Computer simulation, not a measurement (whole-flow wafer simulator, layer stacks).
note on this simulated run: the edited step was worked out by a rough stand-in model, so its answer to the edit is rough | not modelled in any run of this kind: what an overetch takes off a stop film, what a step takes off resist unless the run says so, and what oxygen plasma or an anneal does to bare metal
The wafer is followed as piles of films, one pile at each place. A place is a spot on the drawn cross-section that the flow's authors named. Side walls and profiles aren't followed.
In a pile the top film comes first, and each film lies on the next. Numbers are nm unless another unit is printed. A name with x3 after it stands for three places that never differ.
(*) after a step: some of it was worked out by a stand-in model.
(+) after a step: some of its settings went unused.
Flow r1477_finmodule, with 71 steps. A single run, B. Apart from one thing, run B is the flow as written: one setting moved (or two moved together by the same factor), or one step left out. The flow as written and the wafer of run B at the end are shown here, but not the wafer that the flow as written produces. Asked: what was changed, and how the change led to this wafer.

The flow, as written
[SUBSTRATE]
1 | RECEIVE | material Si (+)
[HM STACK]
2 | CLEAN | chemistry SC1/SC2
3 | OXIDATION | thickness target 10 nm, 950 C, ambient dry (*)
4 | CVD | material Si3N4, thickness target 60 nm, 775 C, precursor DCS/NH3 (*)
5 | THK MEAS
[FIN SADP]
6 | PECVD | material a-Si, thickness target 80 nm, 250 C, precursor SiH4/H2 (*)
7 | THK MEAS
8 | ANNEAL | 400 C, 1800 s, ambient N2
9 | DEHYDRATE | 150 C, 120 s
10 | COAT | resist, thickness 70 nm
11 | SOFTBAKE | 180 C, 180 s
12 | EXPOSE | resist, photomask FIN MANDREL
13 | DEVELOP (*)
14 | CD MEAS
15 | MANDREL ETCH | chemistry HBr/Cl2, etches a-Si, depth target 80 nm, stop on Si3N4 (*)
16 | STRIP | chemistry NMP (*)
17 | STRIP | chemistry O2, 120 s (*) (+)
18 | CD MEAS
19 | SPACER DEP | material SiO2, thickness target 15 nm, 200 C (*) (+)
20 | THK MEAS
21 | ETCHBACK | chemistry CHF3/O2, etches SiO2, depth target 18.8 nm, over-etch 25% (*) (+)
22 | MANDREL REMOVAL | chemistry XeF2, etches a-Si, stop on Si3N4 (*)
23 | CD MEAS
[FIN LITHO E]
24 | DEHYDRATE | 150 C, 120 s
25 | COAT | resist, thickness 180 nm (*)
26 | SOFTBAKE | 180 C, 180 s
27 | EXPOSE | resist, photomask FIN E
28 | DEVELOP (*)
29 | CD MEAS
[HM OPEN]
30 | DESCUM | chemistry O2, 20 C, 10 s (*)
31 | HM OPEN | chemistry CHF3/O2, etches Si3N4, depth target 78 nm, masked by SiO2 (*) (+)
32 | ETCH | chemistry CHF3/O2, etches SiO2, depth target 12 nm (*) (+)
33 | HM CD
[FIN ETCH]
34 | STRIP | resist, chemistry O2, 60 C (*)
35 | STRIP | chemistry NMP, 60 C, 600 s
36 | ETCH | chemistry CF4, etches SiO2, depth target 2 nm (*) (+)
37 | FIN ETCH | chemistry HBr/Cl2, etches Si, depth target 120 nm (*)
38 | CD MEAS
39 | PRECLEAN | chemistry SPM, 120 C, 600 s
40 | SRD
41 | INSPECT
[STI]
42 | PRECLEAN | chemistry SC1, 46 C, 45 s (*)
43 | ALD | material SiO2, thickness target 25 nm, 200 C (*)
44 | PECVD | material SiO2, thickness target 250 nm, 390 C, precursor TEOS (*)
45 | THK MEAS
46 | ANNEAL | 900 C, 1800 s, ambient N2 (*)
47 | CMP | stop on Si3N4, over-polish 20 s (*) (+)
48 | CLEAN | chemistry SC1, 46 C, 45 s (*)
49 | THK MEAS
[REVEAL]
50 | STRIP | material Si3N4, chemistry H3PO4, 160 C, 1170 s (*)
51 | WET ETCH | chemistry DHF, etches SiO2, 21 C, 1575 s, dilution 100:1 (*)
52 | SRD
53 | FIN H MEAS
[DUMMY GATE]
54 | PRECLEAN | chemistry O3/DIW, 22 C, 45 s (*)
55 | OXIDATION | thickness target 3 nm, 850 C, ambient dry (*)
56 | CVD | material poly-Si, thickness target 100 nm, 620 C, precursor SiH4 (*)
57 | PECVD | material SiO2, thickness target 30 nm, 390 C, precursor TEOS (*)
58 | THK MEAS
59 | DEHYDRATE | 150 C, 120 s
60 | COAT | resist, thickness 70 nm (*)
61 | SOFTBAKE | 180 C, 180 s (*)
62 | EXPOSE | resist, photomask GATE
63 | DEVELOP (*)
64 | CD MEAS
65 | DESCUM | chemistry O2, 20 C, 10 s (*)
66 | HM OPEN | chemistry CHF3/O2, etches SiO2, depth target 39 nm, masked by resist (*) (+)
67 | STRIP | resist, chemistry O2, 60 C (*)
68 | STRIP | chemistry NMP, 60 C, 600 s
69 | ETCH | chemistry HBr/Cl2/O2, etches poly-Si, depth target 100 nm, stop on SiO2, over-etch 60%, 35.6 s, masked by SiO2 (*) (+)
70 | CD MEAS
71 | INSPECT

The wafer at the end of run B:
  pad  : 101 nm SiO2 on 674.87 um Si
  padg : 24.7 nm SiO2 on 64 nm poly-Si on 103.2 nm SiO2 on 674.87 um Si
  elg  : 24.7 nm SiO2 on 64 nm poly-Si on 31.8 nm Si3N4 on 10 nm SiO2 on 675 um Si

The reason: step 56, CVD: thickness target 64 nm was run, while the flow as written has thickness target 100 nm.
The wafer itself shows it: padg has poly-Si 64, and step 56 as written asks for 100 nm.

Step by step, how the change led to this:
  56 | CVD | material poly-Si, thickness target 100 nm, 620 C, precursor SiH4 (*)
      pad, padg, elg and 26 more: +64 poly-Si (new film) (it would be, as written: +100 poly-Si (new film))
      s40cg, s40co: +76.7 poly-Si (new film) (it would be, as written: +113.9 poly-Si (new film))
      (also at 5 further places)
  60 | COAT | resist, thickness 70 nm (*)
      s50cg, s50co: +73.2 resist (new film) (it would be, as written: +71.5 resist (new film))
  63 | DEVELOP (*)
      s50co: -73.2 resist (all of it) (it would be, as written: -71.5 resist (all of it))
  67 | STRIP | resist, chemistry O2, 60 C (*)
      s40cg: -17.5 resist (all of it) (it would be, as written: -16.5 resist (all of it))
      s45cg: -18.2 resist (all of it) (it would be, as written: -16.9 resist (all of it))
      (also at 1 further place)
  69 | ETCH | chemistry HBr/Cl2/O2, etches poly-Si, depth target 100 nm, stop on SiO2, over-etch 60%, 35.6 s, masked by SiO2 (*) (+)
      pad, eso, e40so and 8 more: -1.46 chemical SiO2 (all of it), -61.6 poly-Si (all of it), -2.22 SiO2 (it would be, as written: -1.46 chemical SiO2 (all of it), -97.6 poly-Si (all of it), -0.42 SiO2)
      elo, e40lo, e100lo, e200lo: -1.46 chemical SiO2 (all of it), -61.6 poly-Si (all of it), -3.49 Si3N4 (it would be, as written: -1.46 chemical SiO2 (all of it), -97.6 poly-Si (all of it), -0.22 Si3N4)
      (also at 3 further places)
